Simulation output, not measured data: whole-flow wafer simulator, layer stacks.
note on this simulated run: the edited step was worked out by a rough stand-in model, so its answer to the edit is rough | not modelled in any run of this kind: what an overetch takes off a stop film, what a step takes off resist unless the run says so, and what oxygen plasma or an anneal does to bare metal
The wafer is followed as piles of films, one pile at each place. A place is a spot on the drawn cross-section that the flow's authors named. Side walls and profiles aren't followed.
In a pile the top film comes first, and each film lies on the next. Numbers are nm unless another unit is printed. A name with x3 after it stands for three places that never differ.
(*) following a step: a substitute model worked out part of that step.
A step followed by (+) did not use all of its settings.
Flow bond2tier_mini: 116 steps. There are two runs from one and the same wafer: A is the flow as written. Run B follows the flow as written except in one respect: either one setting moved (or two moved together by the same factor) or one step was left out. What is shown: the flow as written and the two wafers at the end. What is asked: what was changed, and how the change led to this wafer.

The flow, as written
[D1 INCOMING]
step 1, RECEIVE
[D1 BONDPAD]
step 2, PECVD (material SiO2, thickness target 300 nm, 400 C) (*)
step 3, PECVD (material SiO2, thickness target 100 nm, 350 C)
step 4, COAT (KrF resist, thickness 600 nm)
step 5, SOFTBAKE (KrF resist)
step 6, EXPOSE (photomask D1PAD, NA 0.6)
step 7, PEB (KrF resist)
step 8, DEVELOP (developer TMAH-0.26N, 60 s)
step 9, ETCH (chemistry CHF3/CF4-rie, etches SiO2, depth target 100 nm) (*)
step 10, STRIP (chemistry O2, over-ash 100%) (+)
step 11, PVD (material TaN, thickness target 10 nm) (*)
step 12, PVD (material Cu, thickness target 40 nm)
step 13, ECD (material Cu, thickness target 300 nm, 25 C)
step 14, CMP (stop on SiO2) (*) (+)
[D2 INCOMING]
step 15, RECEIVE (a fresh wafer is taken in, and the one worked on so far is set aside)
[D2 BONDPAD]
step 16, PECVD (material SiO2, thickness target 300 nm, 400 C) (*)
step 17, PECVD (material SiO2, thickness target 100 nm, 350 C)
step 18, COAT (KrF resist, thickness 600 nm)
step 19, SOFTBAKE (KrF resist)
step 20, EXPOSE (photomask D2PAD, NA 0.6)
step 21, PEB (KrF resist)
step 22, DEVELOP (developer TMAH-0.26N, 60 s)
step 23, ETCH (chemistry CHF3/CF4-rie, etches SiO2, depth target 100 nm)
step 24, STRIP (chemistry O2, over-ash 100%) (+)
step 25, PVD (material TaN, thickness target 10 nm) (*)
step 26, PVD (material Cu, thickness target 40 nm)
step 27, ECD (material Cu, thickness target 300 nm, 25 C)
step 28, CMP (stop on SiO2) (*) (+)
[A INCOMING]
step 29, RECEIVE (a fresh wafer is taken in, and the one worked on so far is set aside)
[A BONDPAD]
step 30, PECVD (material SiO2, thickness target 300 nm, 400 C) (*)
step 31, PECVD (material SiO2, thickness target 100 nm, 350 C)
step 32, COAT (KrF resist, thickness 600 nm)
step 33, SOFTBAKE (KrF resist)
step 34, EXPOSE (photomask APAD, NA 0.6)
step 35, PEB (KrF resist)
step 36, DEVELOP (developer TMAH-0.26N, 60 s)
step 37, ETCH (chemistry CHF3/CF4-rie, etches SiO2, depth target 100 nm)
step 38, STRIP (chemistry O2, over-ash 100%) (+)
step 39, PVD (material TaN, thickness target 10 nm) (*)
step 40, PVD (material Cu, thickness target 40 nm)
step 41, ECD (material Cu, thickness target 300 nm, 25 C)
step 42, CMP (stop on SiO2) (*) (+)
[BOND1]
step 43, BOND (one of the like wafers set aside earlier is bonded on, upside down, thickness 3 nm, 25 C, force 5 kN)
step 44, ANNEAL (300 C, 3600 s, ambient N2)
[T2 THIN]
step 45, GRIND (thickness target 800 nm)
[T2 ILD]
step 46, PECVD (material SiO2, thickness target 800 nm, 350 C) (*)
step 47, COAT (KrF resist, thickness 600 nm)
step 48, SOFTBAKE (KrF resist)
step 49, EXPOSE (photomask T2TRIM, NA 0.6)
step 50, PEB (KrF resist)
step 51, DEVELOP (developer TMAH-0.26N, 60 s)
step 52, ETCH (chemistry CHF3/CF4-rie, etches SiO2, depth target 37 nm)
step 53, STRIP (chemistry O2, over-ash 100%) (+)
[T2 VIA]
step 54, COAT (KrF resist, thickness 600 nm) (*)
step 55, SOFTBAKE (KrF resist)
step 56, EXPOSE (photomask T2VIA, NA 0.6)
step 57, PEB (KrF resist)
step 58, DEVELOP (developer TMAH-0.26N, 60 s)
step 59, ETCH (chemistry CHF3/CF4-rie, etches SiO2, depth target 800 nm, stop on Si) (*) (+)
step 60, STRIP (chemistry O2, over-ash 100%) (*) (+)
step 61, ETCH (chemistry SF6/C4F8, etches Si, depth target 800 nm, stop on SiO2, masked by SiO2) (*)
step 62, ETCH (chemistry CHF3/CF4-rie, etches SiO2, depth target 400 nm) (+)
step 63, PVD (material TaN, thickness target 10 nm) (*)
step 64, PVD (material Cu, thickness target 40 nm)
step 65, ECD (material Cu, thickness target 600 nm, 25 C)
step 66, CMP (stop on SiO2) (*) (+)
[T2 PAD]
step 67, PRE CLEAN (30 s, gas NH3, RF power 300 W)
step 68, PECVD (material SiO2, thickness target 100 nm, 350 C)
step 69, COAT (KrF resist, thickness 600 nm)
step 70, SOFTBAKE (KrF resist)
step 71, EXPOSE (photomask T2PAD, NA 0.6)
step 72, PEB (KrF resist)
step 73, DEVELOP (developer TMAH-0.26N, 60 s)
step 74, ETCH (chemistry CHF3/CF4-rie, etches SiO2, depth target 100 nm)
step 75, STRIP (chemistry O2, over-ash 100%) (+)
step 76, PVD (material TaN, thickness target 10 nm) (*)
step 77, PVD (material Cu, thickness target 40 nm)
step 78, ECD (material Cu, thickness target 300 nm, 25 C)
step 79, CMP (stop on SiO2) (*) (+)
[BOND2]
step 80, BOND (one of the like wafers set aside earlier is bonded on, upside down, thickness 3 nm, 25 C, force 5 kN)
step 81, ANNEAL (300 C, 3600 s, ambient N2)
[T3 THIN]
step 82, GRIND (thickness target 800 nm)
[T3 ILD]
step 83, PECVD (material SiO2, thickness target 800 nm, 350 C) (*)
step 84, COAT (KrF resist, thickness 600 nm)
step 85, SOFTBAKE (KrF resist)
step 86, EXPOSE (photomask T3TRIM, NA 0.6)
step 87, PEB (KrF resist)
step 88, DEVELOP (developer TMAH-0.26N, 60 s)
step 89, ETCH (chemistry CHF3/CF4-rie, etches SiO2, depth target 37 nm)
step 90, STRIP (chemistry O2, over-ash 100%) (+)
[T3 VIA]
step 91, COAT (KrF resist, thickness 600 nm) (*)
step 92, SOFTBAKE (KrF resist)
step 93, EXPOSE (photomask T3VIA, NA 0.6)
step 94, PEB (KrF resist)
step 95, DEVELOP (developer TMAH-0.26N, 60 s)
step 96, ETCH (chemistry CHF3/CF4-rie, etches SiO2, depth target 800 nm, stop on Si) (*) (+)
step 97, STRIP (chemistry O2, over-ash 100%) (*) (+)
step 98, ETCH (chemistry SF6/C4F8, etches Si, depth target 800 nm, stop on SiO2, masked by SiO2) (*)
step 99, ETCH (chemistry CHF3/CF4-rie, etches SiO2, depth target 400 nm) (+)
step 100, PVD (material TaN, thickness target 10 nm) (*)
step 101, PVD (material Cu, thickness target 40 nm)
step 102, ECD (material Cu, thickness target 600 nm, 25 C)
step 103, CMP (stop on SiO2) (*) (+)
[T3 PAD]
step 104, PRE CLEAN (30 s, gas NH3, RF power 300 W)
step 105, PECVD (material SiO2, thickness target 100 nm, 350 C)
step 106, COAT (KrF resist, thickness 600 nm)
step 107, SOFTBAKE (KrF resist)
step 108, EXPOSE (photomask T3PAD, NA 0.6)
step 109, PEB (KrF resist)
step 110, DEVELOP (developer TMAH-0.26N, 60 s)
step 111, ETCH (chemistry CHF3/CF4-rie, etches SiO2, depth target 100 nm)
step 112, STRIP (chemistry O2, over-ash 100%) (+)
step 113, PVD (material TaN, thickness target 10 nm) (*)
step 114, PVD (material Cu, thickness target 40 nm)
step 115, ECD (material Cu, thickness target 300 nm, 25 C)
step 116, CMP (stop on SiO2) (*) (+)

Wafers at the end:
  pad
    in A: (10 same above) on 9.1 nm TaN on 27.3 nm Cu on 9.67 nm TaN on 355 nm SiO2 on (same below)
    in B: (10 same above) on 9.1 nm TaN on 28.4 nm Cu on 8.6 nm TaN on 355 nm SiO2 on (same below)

Cause: step 63, PVD: thickness target 8.9 nm was run, though the flow has thickness target 10 nm.

How this came from the change, step by step:
  step 63, PVD (material TaN, thickness target 10 nm) (*)
      field: A TaN gains 10 (new film) | B TaN gains 8.9 (new film)
      pad: A TaN gains 9.67 (new film) | B TaN gains 8.6 (new film)
  step 66, CMP (stop on SiO2) (*) (+)
      field: A Cu loses 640 (all of it), TaN loses 10 (all of it) | B Cu loses 640 (all of it), TaN loses 8.9 (all of it)
